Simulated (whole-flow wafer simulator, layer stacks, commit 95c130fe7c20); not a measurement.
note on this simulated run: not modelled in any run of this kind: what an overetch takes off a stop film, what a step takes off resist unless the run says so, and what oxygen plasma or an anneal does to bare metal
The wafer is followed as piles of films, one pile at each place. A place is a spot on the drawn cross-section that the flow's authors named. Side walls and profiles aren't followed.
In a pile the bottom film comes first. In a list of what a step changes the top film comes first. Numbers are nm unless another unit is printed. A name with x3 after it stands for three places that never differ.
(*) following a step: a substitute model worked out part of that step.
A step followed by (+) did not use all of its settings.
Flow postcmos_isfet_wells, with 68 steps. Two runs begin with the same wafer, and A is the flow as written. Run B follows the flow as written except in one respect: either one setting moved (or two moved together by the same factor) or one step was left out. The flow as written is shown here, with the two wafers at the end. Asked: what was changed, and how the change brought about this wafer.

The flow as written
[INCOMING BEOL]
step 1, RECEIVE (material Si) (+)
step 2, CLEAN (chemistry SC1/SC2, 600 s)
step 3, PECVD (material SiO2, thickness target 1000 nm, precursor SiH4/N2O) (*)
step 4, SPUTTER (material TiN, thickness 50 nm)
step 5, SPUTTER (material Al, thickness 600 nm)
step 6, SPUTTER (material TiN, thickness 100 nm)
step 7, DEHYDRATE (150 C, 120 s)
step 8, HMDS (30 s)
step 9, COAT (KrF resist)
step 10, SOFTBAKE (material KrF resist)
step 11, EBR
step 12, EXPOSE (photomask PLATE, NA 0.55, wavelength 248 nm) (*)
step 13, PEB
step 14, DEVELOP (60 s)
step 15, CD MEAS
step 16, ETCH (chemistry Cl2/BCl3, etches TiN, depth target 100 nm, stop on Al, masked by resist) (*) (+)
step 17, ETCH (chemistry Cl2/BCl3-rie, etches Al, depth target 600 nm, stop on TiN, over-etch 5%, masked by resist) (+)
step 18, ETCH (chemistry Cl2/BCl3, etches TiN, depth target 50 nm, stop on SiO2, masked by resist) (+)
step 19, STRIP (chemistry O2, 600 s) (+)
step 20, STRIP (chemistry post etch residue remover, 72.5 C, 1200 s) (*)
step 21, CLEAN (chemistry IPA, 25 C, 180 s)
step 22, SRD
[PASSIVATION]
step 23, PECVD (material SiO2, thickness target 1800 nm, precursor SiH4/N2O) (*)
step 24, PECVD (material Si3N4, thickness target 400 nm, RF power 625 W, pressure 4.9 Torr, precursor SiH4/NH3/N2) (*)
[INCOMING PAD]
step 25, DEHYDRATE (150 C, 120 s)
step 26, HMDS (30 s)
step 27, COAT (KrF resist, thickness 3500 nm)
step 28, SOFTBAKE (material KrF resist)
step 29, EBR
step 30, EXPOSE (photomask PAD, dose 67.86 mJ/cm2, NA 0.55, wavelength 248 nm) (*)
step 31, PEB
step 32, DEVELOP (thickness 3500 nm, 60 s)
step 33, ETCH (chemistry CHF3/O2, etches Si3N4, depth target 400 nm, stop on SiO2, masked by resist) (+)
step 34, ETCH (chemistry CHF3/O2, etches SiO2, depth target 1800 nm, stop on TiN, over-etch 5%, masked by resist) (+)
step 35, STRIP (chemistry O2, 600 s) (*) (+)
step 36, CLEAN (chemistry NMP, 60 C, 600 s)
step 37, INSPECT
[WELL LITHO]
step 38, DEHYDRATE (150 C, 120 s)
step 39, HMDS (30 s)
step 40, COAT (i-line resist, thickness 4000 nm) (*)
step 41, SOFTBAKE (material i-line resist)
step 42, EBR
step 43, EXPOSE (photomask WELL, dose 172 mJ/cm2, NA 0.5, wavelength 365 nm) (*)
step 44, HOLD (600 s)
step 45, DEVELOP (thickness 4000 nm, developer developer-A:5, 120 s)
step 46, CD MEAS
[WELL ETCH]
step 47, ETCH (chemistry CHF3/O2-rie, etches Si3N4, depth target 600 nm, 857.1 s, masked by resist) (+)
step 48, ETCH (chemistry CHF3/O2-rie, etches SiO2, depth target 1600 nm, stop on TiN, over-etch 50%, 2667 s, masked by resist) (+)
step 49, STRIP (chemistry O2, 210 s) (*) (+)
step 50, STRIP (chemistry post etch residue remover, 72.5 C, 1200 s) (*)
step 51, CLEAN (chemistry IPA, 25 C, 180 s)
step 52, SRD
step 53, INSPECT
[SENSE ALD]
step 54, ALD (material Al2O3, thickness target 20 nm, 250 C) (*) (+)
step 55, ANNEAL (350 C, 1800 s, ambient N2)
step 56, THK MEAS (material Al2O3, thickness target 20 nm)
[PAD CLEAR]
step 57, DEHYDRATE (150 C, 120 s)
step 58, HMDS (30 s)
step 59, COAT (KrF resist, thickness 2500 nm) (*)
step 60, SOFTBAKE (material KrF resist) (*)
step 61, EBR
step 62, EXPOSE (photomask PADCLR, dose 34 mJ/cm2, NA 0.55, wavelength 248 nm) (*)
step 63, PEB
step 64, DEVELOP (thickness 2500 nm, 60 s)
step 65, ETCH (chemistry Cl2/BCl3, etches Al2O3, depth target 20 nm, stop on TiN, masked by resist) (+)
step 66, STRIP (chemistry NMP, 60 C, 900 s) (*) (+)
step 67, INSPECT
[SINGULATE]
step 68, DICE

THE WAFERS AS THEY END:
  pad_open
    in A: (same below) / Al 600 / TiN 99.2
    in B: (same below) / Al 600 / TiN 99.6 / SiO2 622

The reason: step 34, ETCH: depth target 1178 nm was run, though the flow has depth target 1800 nm.

Step by step, how the change led to this:
  step 34, ETCH (chemistry CHF3/O2, etches SiO2, depth target 1800 nm, stop on TiN, over-etch 5%, masked by resist) (+)
      pad_open: A -1800 SiO2 (all of it) | B -1178 SiO2
      field, margin, well900, well1300, well2000, well3000, pad_rim, pad_clr: A -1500 KrF resist | B -981.7 KrF resist
  step 35, STRIP (chemistry O2, 600 s) (*) (+)
      field, margin, well900, well1300, well2000, well3000, pad_rim, pad_clr: A -1638.4 KrF resist (all of it) | B -2156.8 KrF resist (all of it)
  step 40, COAT (i-line resist, thickness 4000 nm) (*)
      pad_clr: A +3256.8 i-line resist (new film) | B +3454.4 i-line resist (new film)
      pad_open: A +4804.7 i-line resist (new film) | B +4580.4 i-line resist (new film)
  step 41, SOFTBAKE (material i-line resist)
      pad_clr: A -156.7 i-line resist | B -97.9 i-line resist
      pad_open: A +115.3 i-line resist | B +86.2 i-line resist
  step 49, STRIP (chemistry O2, 210 s) (*) (+)
      pad_clr: A -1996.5 i-line resist (all of it) | B -2252.8 i-line resist (all of it)
      pad_open: A -3816.3 i-line resist (all of it) | B -3563 i-line resist (all of it)
  step 59, COAT (KrF resist, thickness 2500 nm) (*)
      pad_rim: A +1976.4 KrF resist (new film) | B +2121.4 KrF resist (new film)
      pad_clr: A +1691.6 KrF resist (new film) | B +1906.1 KrF resist (new film)
      (also at 1 further place)
  step 60, SOFTBAKE (material KrF resist) (*)
      pad_rim: A nothing | B -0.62 KrF resist
      pad_clr: A -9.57 KrF resist | B -7.58 KrF resist
  step 64, DEVELOP (thickness 2500 nm, 60 s)
      pad_clr: A -1682 KrF resist (all of it) | B -1898.6 KrF resist (all of it)
      pad_open: A -3067.2 KrF resist (all of it) | B -2907.2 KrF resist (all of it)
  step 66, STRIP (chemistry NMP, 60 C, 900 s) (*) (+)
      pad_rim: A -1937.7 KrF resist (all of it) | B -2082 KrF resist (all of it)
